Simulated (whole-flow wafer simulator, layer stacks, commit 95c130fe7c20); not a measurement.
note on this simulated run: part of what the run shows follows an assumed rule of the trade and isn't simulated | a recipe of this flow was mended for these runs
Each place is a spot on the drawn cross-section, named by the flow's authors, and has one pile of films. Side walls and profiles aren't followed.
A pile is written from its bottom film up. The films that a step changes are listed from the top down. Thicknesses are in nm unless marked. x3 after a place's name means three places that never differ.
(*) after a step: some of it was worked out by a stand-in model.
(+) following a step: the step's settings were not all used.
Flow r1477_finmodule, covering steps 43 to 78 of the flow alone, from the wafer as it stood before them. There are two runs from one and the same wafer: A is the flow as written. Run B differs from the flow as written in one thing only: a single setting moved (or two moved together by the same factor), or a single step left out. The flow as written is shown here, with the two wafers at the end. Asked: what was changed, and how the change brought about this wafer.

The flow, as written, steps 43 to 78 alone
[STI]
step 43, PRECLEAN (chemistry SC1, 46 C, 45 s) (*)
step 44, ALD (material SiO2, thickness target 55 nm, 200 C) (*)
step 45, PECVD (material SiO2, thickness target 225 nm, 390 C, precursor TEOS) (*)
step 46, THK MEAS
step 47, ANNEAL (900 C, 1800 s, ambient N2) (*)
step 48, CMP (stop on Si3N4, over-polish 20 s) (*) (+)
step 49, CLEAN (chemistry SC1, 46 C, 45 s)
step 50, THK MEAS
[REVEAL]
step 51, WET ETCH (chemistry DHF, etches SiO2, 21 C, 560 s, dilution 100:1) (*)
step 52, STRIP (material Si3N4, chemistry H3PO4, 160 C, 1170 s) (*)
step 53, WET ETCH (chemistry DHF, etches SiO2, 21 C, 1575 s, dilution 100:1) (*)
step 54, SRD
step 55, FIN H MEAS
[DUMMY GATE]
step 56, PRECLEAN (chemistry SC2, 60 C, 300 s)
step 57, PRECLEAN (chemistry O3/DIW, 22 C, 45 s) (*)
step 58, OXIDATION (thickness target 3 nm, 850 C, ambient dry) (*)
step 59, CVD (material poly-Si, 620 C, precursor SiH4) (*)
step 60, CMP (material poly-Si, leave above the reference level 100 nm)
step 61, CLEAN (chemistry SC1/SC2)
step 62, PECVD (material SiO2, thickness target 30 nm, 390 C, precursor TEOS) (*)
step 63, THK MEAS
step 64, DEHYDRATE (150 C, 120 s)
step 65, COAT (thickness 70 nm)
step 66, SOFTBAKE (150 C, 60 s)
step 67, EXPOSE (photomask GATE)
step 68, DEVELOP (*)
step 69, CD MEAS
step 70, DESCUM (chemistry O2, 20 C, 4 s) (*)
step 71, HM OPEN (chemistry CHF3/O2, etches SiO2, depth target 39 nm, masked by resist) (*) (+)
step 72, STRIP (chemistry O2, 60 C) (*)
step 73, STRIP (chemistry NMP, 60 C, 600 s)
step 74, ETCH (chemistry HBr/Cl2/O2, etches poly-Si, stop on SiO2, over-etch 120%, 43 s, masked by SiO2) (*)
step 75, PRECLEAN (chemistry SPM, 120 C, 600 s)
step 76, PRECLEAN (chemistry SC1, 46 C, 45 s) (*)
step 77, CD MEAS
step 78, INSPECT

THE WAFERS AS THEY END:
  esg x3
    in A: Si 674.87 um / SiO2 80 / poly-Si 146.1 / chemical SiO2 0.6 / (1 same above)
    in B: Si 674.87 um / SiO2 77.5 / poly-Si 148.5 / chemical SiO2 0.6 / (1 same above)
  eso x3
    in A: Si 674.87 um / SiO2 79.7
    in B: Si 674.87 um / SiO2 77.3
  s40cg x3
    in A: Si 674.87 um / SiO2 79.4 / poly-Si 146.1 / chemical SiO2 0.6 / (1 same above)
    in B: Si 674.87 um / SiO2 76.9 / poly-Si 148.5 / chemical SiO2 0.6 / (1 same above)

Cause: step 45, PECVD: thickness target 249.9 nm was run, whereas the flow has thickness target 225 nm; step 51, WET ETCH: 23.1 C was run, where the flow has 21 C.

The path from the change to this, step by step:
  step 45, PECVD (material SiO2, thickness target 225 nm, 390 C, precursor TEOS) (*)
      pad, padg, elg x4 and 30 more: A +225 SiO2 | B +249.9 SiO2
  step 47, ANNEAL (900 C, 1800 s, ambient N2) (*)
      pad, padg, elg x4 and 30 more: A -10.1 SiO2 | B -11.2 SiO2
  step 48, CMP (stop on Si3N4, over-polish 20 s) (*) (+)
      s40cg x3, s40sg x3, s40co x3, s40so x3: A -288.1 SiO2 | B -311.9 SiO2
      elg x4, elo x4: A -247.6 SiO2 | B -271.3 SiO2
      (also at 16 further places)
  step 51, WET ETCH (chemistry DHF, etches SiO2, 21 C, 560 s, dilution 100:1) (*)
      esg x3, e200sg, s40cg x3, s40sg x3, eso x3, e200so, s40co x3, s40so x3: A -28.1 SiO2 | B -30.6 SiO2
      pad, padg: A -30.5 SiO2 | B -33.2 SiO2
  step 60, CMP (material poly-Si, leave above the reference level 100 nm)
      pad, padg: A -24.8 poly-Si | B -22.1 poly-Si
